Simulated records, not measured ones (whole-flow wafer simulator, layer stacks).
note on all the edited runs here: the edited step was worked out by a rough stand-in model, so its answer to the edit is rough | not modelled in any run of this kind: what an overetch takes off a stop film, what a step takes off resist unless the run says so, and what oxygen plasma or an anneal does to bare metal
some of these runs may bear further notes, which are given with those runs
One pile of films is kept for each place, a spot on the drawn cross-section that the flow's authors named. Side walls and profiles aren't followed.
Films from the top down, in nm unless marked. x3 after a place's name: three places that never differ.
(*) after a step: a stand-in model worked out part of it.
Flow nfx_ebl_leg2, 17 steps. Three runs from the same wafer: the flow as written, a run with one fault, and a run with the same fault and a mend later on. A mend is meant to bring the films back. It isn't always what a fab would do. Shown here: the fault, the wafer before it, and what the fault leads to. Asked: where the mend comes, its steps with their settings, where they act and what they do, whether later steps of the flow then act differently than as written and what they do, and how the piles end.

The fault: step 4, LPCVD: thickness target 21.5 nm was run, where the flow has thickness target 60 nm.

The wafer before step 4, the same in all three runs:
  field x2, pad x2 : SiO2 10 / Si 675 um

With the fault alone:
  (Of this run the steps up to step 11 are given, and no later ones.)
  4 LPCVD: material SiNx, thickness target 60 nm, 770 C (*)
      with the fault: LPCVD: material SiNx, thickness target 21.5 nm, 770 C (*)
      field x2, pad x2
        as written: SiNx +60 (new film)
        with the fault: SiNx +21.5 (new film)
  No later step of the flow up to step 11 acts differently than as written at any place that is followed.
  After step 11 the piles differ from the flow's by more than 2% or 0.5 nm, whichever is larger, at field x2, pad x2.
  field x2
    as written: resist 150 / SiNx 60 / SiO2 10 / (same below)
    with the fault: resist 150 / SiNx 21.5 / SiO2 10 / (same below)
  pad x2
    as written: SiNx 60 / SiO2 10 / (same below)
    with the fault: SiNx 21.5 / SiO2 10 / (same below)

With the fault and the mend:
  The mend comes after step 5.
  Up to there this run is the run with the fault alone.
  5a LPCVD: material SiNx, thickness target 38.5 nm, 770 C (*) (the flow's step 4 once more, with other settings)
      field x2, pad x2
        SiNx +38.5
  No later step of the flow acts differently than as written at any place that is followed.
  At the end the piles are the same as the flow's at every place that both follow.
